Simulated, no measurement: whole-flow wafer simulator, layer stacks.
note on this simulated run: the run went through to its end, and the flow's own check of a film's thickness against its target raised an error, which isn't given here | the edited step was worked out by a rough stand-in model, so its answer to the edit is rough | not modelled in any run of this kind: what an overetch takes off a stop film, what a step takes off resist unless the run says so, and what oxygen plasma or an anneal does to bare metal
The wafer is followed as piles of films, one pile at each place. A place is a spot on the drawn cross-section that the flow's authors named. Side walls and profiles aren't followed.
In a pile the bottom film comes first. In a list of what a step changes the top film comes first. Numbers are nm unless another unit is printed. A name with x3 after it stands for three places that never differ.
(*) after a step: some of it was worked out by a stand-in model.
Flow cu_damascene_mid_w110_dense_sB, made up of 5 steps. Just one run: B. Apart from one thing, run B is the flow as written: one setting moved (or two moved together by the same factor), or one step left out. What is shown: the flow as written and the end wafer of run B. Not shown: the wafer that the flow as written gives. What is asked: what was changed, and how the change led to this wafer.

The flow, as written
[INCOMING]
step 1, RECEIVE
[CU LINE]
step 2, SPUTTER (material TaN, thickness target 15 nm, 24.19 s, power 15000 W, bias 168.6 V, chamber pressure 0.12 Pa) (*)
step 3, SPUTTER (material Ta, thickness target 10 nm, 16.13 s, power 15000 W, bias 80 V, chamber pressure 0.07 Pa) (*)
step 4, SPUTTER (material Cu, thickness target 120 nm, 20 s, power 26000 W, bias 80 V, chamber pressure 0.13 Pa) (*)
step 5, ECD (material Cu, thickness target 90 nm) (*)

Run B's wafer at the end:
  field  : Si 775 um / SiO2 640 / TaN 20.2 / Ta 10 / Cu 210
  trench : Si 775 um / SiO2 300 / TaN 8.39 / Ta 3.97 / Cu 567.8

The reason: step 2, SPUTTER: thickness target 20.2 nm was run, while the flow as written has thickness target 15 nm; step 2, SPUTTER: 32.66 s was run, where the flow has 24.19 s.
One can read it off the wafer: field has TaN 20.2, and step 2 as written asks for 15 nm.

The path from the change to this, step by step:
  step 2, SPUTTER (material TaN, thickness target 15 nm, 24.19 s, power 15000 W, bias 168.6 V, chamber pressure 0.12 Pa) (*)
      field: +20.2 TaN (new film) (in the flow as written it would be: +15 TaN (new film))
      trench: +8.39 TaN (new film) (in the flow as written it would be: +6.23 TaN (new film))
